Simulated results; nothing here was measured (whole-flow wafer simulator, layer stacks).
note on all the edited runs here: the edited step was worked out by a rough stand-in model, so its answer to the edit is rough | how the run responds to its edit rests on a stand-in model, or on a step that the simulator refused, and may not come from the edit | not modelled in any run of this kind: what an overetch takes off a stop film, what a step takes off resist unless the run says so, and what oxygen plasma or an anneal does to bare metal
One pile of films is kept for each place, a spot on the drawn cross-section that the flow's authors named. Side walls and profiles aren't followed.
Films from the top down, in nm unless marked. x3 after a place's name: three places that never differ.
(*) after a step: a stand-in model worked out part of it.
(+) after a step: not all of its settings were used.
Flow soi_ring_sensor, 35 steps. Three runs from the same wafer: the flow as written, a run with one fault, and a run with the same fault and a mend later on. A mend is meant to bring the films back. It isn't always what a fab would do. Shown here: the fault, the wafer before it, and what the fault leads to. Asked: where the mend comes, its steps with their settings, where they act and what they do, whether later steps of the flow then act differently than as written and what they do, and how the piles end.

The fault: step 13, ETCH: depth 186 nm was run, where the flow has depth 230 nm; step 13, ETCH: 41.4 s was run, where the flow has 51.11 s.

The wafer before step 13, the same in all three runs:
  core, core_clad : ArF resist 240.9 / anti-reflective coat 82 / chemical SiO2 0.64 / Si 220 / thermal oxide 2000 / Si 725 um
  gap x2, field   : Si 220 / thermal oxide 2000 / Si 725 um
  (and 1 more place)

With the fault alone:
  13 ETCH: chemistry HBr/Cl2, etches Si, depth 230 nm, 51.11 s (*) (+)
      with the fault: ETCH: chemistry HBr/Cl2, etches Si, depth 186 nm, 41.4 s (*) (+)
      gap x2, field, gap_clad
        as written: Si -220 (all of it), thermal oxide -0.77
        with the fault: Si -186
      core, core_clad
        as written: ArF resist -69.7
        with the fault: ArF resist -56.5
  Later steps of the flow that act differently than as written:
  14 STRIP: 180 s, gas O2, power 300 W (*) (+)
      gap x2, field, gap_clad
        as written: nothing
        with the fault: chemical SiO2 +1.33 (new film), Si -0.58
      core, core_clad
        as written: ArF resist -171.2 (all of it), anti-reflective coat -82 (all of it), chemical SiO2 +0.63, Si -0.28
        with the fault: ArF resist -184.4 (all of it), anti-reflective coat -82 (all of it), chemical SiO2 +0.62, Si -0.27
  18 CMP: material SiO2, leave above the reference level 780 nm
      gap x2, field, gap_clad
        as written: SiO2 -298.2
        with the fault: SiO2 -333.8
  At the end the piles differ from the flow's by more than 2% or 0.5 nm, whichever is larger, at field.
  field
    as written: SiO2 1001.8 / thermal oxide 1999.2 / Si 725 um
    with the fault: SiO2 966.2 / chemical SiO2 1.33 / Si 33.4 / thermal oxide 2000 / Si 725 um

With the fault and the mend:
  The mend comes after step 13.
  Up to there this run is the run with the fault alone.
  13a ETCH: chemistry HBr/Cl2, etches Si, depth 44 nm, 9.778 s (*) (+) (the flow's step 13 once more, with other settings)
      gap x2, field, gap_clad
        Si -34 (all of it), thermal oxide -0.77
      core, core_clad
        ArF resist -13.3
  No later step of the flow acts differently than as written, at any place that is followed, by more than 2% or 0.5 nm, whichever is larger.
  At the end the piles are the same as the flow's at every place that both follow.
